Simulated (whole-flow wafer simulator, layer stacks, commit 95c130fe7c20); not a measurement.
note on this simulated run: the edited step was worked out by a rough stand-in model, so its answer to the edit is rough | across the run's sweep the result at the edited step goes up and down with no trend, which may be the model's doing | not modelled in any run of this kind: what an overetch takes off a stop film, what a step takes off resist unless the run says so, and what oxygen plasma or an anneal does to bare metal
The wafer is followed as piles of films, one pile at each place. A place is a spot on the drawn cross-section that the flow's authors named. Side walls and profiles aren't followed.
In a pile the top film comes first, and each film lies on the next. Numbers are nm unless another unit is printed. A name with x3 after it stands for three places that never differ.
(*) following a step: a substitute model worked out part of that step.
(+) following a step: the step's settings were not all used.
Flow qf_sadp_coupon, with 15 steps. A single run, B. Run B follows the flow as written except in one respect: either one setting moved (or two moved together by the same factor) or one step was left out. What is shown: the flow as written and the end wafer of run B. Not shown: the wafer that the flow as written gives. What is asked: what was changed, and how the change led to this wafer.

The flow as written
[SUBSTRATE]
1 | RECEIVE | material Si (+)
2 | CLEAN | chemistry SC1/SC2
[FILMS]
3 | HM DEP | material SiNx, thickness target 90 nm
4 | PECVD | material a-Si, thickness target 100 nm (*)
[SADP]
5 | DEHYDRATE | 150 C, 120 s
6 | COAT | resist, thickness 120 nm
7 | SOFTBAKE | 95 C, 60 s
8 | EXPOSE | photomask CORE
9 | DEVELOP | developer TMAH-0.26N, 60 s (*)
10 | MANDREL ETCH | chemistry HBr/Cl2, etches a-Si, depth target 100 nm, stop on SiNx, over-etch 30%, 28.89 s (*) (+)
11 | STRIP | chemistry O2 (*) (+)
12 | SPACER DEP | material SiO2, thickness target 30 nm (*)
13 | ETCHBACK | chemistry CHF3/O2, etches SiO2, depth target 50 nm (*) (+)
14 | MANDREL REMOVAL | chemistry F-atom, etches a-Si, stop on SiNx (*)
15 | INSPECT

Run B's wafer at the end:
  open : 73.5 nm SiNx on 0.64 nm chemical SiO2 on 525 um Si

Cause: step 12, SPACER DEP: thickness target 37.2 nm was run, while the flow as written has thickness target 30 nm.

How this came from the change, step by step:
  12 | SPACER DEP | material SiO2, thickness target 30 nm (*)
      m, open: +37.2 SiO2 (new film) (as written it would have been: +30 SiO2 (new film))
  13 | ETCHBACK | chemistry CHF3/O2, etches SiO2, depth target 50 nm (*) (+)
      m: -37.2 SiO2 (all of it), -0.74 chemical SiO2 (all of it), -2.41 a-Si (as written it would have been: -30 SiO2 (all of it), -0.74 chemical SiO2 (all of it), -3.85 a-Si)
      open: -37.2 SiO2 (all of it), -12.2 SiNx (as written it would have been: -30 SiO2 (all of it), -19 SiNx)
